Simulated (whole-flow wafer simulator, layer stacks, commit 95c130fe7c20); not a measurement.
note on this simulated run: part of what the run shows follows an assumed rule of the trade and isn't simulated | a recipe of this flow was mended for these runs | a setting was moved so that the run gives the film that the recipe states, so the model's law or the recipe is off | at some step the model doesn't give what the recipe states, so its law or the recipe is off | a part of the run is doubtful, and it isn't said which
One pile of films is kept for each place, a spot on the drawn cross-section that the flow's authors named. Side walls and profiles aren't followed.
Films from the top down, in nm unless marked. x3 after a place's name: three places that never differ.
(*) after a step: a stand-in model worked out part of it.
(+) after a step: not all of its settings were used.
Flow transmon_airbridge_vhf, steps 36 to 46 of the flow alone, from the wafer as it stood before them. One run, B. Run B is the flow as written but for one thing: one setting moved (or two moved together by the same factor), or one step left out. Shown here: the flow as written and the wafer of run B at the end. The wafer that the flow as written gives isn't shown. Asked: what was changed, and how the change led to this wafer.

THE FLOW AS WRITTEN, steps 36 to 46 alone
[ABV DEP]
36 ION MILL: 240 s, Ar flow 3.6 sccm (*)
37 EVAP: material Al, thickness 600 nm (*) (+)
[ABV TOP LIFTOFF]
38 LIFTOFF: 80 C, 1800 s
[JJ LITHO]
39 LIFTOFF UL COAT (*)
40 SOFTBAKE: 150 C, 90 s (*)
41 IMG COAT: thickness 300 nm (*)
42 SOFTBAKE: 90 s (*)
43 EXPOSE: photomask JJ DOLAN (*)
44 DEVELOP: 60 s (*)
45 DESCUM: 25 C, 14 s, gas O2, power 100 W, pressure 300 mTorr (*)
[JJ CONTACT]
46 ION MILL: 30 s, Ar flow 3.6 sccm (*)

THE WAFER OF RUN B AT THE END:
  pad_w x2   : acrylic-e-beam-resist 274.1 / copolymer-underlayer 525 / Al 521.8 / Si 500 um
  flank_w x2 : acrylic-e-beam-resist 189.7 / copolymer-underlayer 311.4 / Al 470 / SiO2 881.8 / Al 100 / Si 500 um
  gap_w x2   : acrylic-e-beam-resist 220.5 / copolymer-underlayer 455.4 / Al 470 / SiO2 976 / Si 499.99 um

The cause: step 37, EVAP: thickness 470 nm was run, where the flow has thickness 600 nm.
It can be read off the wafer: flank_w x2 has Al 470, and step 37 as written asks for 600 nm.

How the change led to this, step by step:
  37 EVAP: material Al, thickness 600 nm (*) (+)
      field x3, jj_line, ground_far and 10 more: Al +470 (new film) (as written it would be: Al +600 (new film))
      pad_w x2: Al +463 (as written it would be: Al +591.1)
  38 LIFTOFF: 80 C, 1800 s
      field x3, jj_line, trace_open_s x2: Al -470 (all of it), i-line-resist -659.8 (all of it), lift-off-underlayer -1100 (all of it), acrylic-e-beam-resist -240 (all of it) (as written it would be: Al -600 (all of it), i-line-resist -659.8 (all of it), lift-off-underlayer -1100 (all of it), acrylic-e-beam-resist -240 (all of it))
      margin_s, margin_n: Al -470 (all of it), i-line-resist -378.2 (all of it), lift-off-underlayer -823.4 (all of it), acrylic-e-beam-resist -168.6 (all of it) (as written it would be: Al -600 (all of it), i-line-resist -378.2 (all of it), lift-off-underlayer -823.4 (all of it), acrylic-e-beam-resist -168.6 (all of it))
      (and at 1 more place)
  39 LIFTOFF UL COAT (*)
      pad_w x2: copolymer-underlayer +525 (new film) (as written it would be: copolymer-underlayer +513.6 (new film))
      margin_s, margin_n: copolymer-underlayer +435.4 (new film) (as written it would be: copolymer-underlayer +446.3 (new film))
      (and at 1 more place)
  41 IMG COAT: thickness 300 nm (*)
      bridge_strip: acrylic-e-beam-resist +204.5 (new film) (as written it would be: acrylic-e-beam-resist +196.8 (new film))
